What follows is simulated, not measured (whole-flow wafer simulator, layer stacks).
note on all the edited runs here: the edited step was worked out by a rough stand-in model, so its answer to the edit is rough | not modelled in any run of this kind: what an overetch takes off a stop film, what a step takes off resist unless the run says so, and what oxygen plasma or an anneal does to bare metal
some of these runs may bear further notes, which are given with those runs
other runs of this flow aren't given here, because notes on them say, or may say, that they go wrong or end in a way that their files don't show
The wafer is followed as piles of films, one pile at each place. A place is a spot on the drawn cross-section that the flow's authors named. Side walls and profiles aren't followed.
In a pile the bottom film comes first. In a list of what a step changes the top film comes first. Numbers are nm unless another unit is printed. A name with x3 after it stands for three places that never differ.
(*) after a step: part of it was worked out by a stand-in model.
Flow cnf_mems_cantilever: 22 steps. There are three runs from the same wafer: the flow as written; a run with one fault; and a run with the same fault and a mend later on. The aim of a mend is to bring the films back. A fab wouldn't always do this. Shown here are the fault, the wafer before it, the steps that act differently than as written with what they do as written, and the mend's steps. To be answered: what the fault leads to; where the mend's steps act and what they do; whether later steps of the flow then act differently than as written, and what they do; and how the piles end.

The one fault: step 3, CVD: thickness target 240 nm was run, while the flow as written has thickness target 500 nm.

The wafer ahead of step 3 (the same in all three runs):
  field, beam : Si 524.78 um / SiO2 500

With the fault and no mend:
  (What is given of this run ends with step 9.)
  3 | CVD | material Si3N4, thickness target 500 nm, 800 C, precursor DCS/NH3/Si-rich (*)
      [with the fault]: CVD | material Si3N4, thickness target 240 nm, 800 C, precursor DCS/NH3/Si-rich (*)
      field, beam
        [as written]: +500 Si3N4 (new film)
        [with the fault]: +240 Si3N4 (new film)
  None of the later steps of the flow up to step 9 acts differently than as written at any place that is followed.
  After step 9, at field, beam, the piles differ from the flow's by more than 2% or 0.5 nm, whichever is larger.
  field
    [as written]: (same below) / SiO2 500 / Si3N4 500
    [with the fault]: (same below) / SiO2 500 / Si3N4 240
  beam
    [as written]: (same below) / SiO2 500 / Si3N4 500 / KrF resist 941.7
    [with the fault]: (same below) / SiO2 500 / Si3N4 240 / KrF resist 941.7

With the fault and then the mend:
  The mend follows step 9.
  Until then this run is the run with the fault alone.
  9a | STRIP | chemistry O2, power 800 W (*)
      beam
        -941.7 KrF resist (all of it)
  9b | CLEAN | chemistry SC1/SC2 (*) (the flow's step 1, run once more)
      does not change any film at any place that is followed
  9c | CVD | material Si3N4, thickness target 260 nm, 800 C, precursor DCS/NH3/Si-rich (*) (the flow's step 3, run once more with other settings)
      field, beam
        +260 Si3N4
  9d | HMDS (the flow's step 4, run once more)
      does not change any film at any place that is followed
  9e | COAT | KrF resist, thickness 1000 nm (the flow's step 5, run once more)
      field, beam
        +1000 KrF resist (new film)
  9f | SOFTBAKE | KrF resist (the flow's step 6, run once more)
      does not change any film at any place that is followed
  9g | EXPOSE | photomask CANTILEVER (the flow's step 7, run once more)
      does not change any film at any place that is followed
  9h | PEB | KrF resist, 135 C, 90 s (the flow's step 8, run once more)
      field, beam
        -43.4 KrF resist
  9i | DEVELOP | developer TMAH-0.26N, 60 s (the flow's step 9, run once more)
      field
        -956.6 KrF resist (all of it)
      beam
        -14.9 KrF resist
  None of the later steps of the flow acts differently than as written at any place that is followed.
  At every place that both follow, the piles at the end match the flow's.
